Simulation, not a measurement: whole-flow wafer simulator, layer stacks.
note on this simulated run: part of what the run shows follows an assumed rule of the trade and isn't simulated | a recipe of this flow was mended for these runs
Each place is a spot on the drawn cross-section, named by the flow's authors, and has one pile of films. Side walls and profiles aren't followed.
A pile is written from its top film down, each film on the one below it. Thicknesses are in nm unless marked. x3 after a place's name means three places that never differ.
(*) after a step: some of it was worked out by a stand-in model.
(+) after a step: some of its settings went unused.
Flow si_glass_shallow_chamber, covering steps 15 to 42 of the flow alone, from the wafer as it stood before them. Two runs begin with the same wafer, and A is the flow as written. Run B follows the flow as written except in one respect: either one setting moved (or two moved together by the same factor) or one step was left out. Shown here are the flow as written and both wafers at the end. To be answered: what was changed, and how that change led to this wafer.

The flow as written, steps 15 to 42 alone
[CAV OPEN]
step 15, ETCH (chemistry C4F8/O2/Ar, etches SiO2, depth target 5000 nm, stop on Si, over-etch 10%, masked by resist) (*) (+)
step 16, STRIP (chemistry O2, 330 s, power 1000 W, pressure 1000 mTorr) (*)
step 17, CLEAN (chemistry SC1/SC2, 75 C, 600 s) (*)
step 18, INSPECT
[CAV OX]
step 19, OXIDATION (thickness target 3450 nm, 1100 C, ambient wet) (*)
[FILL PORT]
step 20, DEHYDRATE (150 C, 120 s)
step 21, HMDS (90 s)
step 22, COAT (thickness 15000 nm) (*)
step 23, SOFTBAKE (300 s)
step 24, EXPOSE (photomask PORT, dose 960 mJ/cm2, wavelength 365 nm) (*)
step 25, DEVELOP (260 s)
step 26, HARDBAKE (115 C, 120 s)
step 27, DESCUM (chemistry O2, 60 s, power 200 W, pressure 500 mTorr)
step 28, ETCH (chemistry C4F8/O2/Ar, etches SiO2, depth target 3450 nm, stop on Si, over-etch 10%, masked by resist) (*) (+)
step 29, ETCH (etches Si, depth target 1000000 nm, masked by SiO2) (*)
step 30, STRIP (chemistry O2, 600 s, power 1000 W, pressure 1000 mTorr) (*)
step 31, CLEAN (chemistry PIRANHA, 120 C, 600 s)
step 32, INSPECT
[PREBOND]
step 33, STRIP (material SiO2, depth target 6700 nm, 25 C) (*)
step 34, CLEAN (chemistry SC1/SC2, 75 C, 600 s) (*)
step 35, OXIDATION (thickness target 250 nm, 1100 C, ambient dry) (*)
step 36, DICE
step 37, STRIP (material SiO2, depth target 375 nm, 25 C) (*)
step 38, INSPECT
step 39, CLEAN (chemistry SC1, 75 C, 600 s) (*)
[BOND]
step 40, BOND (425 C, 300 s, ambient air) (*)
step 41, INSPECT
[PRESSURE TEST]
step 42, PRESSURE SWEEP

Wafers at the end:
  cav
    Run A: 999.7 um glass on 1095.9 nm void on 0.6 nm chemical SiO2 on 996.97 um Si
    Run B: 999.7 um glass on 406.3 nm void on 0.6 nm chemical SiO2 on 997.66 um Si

The reason: step 15, ETCH: depth target 2750 nm was run, while the flow as written has depth target 5000 nm.

Step by step, how the change led to this:
  step 15, ETCH (chemistry C4F8/O2/Ar, etches SiO2, depth target 5000 nm, stop on Si, over-etch 10%, masked by resist) (*) (+)
      cav, port: A -5000 SiO2 (all of it), -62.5 Si | B -3025 SiO2
      rim, ramp, septum, ring: A -1100 thick-i-line-resist | B -605 thick-i-line-resist
  step 16, STRIP (chemistry O2, 330 s, power 1000 W, pressure 1000 mTorr) (*)
      cav, port: A +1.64 chemical SiO2 (new film), -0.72 Si | B nothing
      rim, ramp, septum, ring: A -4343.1 thick-i-line-resist (all of it) | B -4838.1 thick-i-line-resist (all of it)
  step 17, CLEAN (chemistry SC1/SC2, 75 C, 600 s) (*)
      cav, port: A -1.04 chemical SiO2, -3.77 Si | B -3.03 SiO2
  step 19, OXIDATION (thickness target 3450 nm, 1100 C, ambient wet) (*)
      cav, port: A +3450 SiO2 (new film), -0.6 chemical SiO2 (all of it), -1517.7 Si | B +2034.2 SiO2, -895 Si
  step 22, COAT (thickness 15000 nm) (*)
      rim: A +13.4 um thick-i-line-resist (new film) | B +13.92 um thick-i-line-resist (new film)
      ramp: A +12.89 um thick-i-line-resist (new film) | B +13.58 um thick-i-line-resist (new film)
      (as well as at 4 more places)
  step 23, SOFTBAKE (300 s)
      rim: A -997 thick-i-line-resist | B -651.6 thick-i-line-resist
      ramp: A -487.1 thick-i-line-resist | B -309.6 thick-i-line-resist
      (as well as at 4 more places)
  step 25, DEVELOP (260 s)
      port: A -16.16 um thick-i-line-resist (all of it) | B -15.77 um thick-i-line-resist (all of it)
  step 26, HARDBAKE (115 C, 120 s)
      rim, ramp: A -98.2 thick-i-line-resist | B -108.8 thick-i-line-resist
      cav: A -147.1 thick-i-line-resist | B -141.7 thick-i-line-resist
  step 28, ETCH (chemistry C4F8/O2/Ar, etches SiO2, depth target 3450 nm, stop on Si, over-etch 10%, masked by resist) (*) (+)
      port: A -3450 SiO2 (all of it), -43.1 Si | B -3795 SiO2
  step 29, ETCH (etches Si, depth target 1000000 nm, masked by SiO2) (*)
      port: A +997.05 um hole (new film), -997.05 um Si (all of it) | B +997.99 um hole (new film), -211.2 SiO2 (all of it), -997.78 um Si (all of it)
      rim, ramp: A -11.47 um thick-i-line-resist (all of it), -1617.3 SiO2 | B -12.33 um thick-i-line-resist (all of it), -1163.1 SiO2
      (as well as at 2 more places)
  step 30, STRIP (chemistry O2, 600 s, power 1000 W, pressure 1000 mTorr) (*)
      cav: A -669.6 thick-i-line-resist (all of it) | B -291 thick-i-line-resist (all of it)
  step 33, STRIP (material SiO2, depth target 6700 nm, 25 C) (*)
      rim, ramp: A -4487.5 SiO2 (all of it) | B -4941.7 SiO2 (all of it)
      cav: A -3450 SiO2 (all of it) | B -4006.2 SiO2 (all of it)
  step 40, BOND (425 C, 300 s, ambient air) (*)
      cav: A +999.7 um glass (new film), +1095.9 void (new film) | B +999.7 um glass (new film), +406.3 void (new film)
      port: A +999.7 um glass (new film), +1017.3 hole | B +999.7 um glass (new film), +73.3 hole
